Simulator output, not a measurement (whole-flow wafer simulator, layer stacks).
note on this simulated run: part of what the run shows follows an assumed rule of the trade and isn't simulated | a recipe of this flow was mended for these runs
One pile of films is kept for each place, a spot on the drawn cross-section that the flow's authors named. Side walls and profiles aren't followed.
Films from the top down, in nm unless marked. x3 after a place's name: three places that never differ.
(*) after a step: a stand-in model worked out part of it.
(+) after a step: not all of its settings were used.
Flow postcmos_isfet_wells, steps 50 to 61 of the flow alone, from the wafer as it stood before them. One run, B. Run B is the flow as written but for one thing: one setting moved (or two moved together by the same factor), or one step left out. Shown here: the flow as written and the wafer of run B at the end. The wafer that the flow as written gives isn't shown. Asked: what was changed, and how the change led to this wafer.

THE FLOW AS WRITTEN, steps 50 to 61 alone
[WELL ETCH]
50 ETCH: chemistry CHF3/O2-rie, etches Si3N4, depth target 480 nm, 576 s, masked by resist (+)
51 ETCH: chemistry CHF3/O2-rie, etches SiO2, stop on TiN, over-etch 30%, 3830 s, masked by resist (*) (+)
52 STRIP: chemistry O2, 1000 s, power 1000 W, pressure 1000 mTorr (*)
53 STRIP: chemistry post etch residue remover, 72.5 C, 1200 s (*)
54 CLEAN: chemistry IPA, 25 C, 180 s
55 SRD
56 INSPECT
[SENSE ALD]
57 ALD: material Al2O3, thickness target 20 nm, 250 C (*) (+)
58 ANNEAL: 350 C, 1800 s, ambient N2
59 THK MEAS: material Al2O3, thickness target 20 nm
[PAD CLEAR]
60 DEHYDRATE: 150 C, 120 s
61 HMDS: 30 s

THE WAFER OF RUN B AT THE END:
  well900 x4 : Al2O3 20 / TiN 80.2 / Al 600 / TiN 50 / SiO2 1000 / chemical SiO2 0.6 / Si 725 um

The cause: step 51, ETCH: over-etch 27.6% was run, where the flow has over-etch 30%.

How the change led to this, step by step:
  51 ETCH: chemistry CHF3/O2-rie, etches SiO2, stop on TiN, over-etch 30%, 3830 s, masked by resist (*) (+)
      well900 x4: SiO2 -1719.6 (all of it), TiN -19 (as written it would be: SiO2 -1719.6 (all of it), TiN -20.6)
